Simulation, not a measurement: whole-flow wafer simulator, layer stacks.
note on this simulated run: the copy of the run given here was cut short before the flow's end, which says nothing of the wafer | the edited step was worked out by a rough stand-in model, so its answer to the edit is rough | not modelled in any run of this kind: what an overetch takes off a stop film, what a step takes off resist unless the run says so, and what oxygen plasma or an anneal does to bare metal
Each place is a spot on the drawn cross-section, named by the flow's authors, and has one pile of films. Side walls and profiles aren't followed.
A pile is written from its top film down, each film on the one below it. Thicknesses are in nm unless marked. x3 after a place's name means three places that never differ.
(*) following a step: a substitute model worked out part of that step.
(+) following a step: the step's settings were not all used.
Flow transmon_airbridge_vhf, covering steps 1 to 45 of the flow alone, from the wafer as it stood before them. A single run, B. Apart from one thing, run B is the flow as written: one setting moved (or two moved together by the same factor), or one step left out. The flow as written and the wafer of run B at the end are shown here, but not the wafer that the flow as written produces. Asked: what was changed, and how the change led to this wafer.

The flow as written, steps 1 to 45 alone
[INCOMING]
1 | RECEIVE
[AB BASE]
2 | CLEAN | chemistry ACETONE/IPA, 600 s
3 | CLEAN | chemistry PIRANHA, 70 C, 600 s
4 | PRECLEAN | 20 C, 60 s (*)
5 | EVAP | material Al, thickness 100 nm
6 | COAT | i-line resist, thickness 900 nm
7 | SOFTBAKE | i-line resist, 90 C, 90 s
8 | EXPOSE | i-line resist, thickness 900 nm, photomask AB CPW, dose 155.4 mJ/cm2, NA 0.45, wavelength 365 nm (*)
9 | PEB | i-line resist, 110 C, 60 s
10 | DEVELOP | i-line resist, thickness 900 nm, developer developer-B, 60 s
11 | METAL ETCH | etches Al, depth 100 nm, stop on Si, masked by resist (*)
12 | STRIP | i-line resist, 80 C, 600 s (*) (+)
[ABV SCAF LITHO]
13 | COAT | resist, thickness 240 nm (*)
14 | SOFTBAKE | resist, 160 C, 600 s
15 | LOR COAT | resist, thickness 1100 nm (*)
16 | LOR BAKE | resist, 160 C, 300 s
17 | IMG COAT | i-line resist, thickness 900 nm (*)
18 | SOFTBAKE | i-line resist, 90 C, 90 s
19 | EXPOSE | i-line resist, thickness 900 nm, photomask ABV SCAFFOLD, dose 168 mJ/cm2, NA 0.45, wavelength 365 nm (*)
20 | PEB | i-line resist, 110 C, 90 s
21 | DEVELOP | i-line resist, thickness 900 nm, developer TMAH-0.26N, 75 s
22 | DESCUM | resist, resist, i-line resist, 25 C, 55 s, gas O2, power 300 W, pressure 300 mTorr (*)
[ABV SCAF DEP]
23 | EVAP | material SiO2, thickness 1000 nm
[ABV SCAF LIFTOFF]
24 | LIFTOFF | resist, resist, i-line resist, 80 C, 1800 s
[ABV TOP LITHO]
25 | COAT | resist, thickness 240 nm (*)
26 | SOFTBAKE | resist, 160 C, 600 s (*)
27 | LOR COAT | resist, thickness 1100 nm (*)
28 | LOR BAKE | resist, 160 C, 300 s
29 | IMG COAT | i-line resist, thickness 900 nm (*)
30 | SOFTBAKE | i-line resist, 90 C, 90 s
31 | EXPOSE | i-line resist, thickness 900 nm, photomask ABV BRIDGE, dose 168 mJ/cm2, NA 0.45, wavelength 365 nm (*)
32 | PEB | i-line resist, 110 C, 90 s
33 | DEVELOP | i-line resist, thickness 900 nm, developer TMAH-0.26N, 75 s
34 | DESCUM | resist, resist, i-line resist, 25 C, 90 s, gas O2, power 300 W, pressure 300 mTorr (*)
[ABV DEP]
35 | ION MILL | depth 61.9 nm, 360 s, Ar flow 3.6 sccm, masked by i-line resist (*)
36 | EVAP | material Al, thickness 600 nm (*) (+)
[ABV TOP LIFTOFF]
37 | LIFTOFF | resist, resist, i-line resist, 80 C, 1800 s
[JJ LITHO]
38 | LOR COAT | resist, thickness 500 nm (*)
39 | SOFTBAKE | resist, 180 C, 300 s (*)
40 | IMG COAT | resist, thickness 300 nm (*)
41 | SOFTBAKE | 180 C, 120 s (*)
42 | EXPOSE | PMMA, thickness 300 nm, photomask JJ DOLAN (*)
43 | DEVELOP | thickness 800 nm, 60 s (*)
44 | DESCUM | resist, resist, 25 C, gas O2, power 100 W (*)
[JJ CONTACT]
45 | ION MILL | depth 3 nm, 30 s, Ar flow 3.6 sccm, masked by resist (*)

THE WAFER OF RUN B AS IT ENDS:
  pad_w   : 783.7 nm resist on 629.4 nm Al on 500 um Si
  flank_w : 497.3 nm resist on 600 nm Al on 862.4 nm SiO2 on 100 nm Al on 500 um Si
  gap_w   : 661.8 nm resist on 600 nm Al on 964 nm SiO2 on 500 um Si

The reason: step 15, LOR COAT: thickness 1760 nm was run, while the flow as written has thickness 1100 nm.

Step by step, how the change led to this:
  15 | LOR COAT | resist, thickness 1100 nm (*)
      field x3, jj_line, trace_open_s x2, margin_s, bridge_strip, margin_n: +1760 resist (in the flow as written it would be: +1100 resist)
      pad_w, pad_e: +1747.7 resist (in the flow as written it would be: +1090.9 resist)
      (also at 6 further places)
  21 | DEVELOP | i-line resist, thickness 900 nm, developer TMAH-0.26N, 75 s
      margin_s, bridge_strip, margin_n: -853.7 i-line resist (all of it), -1760 resist (in the flow as written it would be: -853.7 i-line resist (all of it), -1100 resist)
      flank_w, flank_e: -861.9 i-line resist (all of it), -1745.7 resist (in the flow as written it would be: -860.9 i-line resist (all of it), -1086.4 resist)
      (also at 3 further places)
  23 | EVAP | material SiO2, thickness 1000 nm
      flank_w, flank_e: +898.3 SiO2 (new film) (in the flow as written it would be: +929.3 SiO2 (new film))
  24 | LIFTOFF | resist, resist, i-line resist, 80 C, 1800 s
      field x3, jj_line, trace_open_s x2: -1000 SiO2 (all of it), -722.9 i-line resist (all of it), -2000 resist (all of it) (in the flow as written it would be: -1000 SiO2 (all of it), -722.9 i-line resist (all of it), -1340 resist (all of it))
      pad_w, pad_e: -1000 SiO2 (all of it), -720.3 i-line resist (all of it), -1987.1 resist (all of it) (in the flow as written it would be: -1000 SiO2 (all of it), -718 i-line resist (all of it), -1330.2 resist (all of it))
      (also at 1 further place)
  25 | COAT | resist, thickness 240 nm (*)
      flank_w, flank_e: +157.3 resist (new film) (in the flow as written it would be: +152.6 resist (new film))
  34 | DESCUM | resist, resist, i-line resist, 25 C, 90 s, gas O2, power 300 W, pressure 300 mTorr (*)
      flank_w, flank_e: -157.3 resist (all of it) (in the flow as written it would be: -152.6 resist (all of it))
  40 | IMG COAT | resist, thickness 300 nm (*)
      flank_w, flank_e: +218.4 resist (in the flow as written it would be: +212.1 resist)
